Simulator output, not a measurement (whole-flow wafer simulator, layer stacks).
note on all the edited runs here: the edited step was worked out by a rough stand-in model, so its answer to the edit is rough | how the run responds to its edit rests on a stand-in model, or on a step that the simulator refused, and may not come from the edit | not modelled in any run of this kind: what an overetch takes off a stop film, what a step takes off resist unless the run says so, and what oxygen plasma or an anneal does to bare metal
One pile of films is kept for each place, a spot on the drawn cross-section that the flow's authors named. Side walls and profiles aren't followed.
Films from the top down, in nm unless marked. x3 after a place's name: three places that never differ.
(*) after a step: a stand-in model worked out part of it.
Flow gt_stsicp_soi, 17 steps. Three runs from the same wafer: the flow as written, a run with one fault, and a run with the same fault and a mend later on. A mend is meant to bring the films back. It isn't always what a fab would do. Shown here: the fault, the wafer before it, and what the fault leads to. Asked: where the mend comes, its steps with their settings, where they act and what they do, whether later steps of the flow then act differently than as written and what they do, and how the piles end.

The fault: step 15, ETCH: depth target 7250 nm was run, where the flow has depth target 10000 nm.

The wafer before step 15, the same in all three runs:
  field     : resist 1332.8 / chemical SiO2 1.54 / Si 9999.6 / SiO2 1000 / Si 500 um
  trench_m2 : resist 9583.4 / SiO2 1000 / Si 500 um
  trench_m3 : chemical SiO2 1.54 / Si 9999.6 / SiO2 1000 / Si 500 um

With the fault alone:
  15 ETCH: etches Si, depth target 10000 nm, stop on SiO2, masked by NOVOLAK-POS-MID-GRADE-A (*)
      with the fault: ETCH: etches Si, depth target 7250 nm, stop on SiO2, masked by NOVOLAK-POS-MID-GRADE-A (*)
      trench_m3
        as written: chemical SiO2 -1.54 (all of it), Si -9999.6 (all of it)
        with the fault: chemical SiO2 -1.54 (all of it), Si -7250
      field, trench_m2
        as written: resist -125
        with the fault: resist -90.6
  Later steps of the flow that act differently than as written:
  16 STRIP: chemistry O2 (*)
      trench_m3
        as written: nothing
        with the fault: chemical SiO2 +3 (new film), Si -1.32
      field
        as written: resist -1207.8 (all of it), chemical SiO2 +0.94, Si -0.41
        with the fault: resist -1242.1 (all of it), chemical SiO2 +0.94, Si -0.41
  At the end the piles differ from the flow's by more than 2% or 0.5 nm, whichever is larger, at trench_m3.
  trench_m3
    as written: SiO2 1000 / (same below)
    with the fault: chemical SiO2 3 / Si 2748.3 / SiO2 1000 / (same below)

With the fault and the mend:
  The mend comes after step 15.
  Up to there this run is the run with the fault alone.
  15a ETCH: etches Si, depth target 2750 nm, stop on SiO2, masked by NOVOLAK-POS-MID-GRADE-A (*) (the flow's step 15 once more, with other settings)
      field, trench_m2
        resist -34.4
      trench_m3
        Si -2749.6 (all of it)
  No later step of the flow acts differently than as written at any place that is followed.
  At the end the piles are the same as the flow's at every place that both follow.
